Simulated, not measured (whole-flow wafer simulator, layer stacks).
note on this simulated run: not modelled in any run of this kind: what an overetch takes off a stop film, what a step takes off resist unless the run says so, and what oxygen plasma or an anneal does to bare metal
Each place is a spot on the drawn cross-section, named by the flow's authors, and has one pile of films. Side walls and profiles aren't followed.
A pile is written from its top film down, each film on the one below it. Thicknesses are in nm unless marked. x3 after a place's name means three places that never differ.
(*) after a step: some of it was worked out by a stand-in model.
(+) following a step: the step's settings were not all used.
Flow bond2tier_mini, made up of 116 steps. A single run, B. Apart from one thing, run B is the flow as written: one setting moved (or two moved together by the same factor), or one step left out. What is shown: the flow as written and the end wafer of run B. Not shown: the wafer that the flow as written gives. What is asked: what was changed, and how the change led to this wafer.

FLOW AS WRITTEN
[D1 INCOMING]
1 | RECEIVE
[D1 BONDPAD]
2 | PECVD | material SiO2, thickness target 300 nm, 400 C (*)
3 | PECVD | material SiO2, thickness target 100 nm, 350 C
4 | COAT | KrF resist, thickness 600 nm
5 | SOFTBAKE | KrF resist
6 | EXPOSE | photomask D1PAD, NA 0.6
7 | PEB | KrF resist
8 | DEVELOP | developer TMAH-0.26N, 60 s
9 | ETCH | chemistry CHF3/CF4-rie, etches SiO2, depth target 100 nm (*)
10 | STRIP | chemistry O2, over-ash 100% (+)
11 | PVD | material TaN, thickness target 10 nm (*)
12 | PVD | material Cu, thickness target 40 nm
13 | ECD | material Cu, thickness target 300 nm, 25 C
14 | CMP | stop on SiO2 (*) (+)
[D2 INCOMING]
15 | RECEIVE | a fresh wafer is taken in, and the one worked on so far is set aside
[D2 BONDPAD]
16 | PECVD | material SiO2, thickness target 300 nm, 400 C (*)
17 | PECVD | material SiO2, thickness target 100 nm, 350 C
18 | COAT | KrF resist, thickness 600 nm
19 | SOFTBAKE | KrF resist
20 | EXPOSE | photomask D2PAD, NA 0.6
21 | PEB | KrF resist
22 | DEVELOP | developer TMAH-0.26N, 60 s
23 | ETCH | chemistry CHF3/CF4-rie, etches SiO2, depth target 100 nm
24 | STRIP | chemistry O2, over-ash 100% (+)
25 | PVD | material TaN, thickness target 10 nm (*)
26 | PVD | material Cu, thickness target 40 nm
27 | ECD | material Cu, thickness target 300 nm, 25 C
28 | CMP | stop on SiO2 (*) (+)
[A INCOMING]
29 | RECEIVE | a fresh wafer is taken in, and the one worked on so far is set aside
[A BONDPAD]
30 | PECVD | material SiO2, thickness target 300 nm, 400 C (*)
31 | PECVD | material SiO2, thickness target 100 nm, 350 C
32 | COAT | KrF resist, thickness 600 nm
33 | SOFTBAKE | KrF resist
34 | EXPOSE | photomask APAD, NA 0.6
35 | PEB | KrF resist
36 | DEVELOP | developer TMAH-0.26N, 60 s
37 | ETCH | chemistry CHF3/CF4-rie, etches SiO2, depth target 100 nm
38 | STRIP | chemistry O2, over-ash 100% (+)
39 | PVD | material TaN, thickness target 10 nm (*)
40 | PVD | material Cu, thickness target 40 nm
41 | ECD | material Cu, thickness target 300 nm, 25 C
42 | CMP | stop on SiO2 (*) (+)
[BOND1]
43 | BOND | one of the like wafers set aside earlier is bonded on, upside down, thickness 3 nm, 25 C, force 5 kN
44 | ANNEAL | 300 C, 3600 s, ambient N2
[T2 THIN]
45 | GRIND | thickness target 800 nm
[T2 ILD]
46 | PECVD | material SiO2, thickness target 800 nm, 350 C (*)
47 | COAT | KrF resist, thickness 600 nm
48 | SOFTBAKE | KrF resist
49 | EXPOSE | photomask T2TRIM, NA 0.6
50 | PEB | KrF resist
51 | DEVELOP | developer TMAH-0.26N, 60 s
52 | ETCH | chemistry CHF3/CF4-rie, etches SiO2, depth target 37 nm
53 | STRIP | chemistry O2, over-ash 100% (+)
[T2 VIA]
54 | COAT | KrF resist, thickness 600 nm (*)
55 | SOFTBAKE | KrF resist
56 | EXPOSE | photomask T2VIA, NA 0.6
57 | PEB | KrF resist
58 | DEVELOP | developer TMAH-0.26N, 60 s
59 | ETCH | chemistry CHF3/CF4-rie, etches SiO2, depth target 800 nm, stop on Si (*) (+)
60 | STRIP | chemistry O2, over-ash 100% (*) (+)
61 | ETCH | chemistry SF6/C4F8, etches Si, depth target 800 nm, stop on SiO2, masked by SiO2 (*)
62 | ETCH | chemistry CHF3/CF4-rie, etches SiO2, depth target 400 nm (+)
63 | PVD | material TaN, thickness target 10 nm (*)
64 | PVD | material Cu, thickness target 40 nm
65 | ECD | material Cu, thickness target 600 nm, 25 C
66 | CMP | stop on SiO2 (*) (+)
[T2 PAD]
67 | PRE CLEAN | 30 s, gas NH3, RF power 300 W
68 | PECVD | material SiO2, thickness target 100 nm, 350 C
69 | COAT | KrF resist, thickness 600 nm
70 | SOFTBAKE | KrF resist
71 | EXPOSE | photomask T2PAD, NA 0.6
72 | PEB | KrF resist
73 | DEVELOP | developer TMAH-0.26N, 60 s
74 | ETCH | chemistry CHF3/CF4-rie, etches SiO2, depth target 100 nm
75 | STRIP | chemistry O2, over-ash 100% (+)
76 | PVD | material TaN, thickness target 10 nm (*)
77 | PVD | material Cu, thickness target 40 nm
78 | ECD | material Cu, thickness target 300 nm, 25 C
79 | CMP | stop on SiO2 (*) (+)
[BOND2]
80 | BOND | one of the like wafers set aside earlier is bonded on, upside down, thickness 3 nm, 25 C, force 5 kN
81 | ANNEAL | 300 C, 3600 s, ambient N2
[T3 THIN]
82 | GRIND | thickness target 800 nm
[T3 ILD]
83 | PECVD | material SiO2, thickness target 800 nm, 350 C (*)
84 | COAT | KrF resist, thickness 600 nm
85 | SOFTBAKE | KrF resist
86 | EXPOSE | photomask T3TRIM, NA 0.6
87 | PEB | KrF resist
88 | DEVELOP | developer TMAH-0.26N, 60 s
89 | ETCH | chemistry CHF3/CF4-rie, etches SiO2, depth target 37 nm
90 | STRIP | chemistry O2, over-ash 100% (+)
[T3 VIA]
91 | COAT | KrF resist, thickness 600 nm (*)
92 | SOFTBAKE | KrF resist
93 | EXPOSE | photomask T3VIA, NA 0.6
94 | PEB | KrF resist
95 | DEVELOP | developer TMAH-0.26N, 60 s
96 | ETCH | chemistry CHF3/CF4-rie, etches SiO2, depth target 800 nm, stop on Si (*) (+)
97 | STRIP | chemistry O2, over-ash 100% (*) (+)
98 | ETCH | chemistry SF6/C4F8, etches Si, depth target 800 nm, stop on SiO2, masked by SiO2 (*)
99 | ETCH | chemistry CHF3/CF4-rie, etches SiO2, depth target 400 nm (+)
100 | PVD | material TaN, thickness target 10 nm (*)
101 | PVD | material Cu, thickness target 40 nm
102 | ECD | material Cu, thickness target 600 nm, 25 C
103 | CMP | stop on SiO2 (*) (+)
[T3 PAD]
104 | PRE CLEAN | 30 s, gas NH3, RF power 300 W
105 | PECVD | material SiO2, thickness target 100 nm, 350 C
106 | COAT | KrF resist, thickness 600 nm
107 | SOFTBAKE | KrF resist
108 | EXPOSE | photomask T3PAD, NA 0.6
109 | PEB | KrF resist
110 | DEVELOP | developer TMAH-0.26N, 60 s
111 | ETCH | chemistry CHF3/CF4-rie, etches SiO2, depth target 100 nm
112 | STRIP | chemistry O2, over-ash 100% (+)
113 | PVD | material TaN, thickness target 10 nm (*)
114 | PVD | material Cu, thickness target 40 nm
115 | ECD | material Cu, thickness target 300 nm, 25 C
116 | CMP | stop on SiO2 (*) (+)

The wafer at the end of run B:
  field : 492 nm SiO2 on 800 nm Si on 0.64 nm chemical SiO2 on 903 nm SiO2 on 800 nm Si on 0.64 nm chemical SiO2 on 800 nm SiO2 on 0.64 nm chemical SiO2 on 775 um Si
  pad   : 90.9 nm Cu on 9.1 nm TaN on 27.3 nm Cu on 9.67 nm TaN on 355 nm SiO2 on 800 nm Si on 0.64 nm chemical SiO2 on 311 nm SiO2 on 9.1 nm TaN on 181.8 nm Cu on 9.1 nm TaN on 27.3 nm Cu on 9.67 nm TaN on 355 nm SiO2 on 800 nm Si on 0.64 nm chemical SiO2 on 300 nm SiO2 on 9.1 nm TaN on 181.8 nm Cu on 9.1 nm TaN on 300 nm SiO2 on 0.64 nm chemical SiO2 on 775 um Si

The reason: step 17, PECVD: thickness target 111 nm was run, though the flow has thickness target 100 nm.

Step by step, how the change led to this:
  17 | PECVD | material SiO2, thickness target 100 nm, 350 C
      field, pad, via: SiO2 gains 111 (in the flow as written it would be: SiO2 gains 100)
  80 | BOND | one of the like wafers set aside earlier is bonded on, upside down, thickness 3 nm, 25 C, force 5 kN
      field: Si gains 775 um (new film), chemical SiO2 gains 0.64 (new film), SiO2 gains 411 (in the flow as written it would be: Si gains 775 um (new film), chemical SiO2 gains 0.64 (new film), SiO2 gains 400)
      pad: Si gains 775 um (new film), chemical SiO2 gains 0.64 (new film), SiO2 gains 311 (new film), TaN gains 9.1 (new film), Cu gains 90.9 (in the flow as written it would be: Si gains 775 um (new film), chemical SiO2 gains 0.64 (new film), SiO2 gains 300 (new film), TaN gains 9.1 (new film), Cu gains 90.9)
